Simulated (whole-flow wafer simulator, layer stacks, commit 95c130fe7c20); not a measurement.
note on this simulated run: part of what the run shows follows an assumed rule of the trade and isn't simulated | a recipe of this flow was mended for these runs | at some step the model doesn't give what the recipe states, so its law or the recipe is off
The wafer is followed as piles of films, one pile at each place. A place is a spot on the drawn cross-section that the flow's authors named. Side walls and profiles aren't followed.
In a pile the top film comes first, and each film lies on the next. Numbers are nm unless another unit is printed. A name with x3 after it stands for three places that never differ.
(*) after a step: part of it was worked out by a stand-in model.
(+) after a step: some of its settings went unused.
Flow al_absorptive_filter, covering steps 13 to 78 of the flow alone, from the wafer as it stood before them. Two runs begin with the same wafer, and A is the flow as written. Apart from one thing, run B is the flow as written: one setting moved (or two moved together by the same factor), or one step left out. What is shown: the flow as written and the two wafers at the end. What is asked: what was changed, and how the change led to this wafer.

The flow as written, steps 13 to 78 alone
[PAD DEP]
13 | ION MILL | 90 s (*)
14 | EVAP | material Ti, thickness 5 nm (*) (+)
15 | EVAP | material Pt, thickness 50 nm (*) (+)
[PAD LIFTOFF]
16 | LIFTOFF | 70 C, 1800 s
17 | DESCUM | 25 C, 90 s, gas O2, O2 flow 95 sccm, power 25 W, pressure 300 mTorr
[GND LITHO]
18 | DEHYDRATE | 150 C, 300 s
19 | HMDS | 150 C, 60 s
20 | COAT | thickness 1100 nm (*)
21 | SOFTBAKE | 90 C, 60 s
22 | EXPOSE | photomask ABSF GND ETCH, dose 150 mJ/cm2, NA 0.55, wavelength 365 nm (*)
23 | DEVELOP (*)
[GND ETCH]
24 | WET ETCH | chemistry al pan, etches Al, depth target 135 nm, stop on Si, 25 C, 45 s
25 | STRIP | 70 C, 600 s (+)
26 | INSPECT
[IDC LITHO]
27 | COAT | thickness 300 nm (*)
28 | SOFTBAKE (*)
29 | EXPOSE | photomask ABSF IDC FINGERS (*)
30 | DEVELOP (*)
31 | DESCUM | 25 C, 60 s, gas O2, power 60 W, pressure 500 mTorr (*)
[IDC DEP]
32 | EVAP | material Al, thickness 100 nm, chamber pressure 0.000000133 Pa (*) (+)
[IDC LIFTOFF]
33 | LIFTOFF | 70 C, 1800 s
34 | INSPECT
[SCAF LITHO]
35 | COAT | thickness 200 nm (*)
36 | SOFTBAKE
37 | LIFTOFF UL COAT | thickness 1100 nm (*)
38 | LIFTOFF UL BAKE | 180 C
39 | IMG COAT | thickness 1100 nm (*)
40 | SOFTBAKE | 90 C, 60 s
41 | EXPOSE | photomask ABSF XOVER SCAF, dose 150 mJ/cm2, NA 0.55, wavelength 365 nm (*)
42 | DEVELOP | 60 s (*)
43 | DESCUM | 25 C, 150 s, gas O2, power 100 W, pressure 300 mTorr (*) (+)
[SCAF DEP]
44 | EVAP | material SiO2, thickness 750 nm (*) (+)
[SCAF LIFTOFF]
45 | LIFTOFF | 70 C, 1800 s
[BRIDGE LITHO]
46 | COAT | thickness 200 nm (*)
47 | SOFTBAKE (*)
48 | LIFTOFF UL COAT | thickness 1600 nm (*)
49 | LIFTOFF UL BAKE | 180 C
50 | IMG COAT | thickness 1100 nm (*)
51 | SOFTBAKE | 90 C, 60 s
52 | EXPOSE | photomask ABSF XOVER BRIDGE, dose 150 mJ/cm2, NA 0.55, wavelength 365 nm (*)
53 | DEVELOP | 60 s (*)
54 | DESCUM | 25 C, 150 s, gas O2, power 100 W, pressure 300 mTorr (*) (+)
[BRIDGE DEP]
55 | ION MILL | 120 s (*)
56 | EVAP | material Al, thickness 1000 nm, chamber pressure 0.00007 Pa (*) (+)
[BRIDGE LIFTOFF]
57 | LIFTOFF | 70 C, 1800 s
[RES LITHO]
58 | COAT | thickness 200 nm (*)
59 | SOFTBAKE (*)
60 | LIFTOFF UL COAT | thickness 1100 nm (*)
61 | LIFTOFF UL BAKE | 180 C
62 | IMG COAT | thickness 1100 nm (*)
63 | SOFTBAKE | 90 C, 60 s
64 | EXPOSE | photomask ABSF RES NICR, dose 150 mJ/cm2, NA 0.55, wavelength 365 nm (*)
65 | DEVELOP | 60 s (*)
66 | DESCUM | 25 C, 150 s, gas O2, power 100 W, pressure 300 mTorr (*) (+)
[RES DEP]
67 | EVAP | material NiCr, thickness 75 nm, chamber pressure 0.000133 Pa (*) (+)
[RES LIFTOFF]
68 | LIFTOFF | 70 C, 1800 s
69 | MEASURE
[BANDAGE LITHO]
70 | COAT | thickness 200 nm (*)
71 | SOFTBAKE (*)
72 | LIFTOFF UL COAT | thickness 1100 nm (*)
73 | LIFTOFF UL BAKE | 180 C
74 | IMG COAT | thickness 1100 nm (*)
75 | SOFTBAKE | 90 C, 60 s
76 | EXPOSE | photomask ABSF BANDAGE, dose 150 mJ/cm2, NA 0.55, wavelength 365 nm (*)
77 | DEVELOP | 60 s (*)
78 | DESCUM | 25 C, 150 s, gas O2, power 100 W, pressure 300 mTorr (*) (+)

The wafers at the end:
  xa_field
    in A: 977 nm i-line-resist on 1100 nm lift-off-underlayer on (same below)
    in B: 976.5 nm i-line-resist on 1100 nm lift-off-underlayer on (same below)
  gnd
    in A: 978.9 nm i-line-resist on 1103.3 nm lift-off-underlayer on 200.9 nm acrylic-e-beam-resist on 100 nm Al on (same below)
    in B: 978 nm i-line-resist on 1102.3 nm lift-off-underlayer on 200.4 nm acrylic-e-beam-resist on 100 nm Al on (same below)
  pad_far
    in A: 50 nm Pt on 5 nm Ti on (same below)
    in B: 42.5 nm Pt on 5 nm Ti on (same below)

Cause: step 15, EVAP: thickness 42.5 nm was run, whereas the flow has thickness 50 nm.
The wafer lets one read it off: pad_far has Pt 42.5, and step 15 as written asks for 50 nm.

Step by step, how the change led to this:
  15 | EVAP | material Pt, thickness 50 nm (*) (+)
      gnd, pad_far, pad_near and 11 more: A Pt gains 50 (new film) | B Pt gains 42.5 (new film)
  16 | LIFTOFF | 70 C, 1800 s
      gnd, ledge, res and 9 more: A Pt loses 50 (all of it), Ti loses 5 (all of it), i-line-resist loses 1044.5 (all of it), lift-off-underlayer loses 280 (all of it) | B Pt loses 42.5 (all of it), Ti loses 5 (all of it), i-line-resist loses 1044.5 (all of it), lift-off-underlayer loses 280 (all of it)
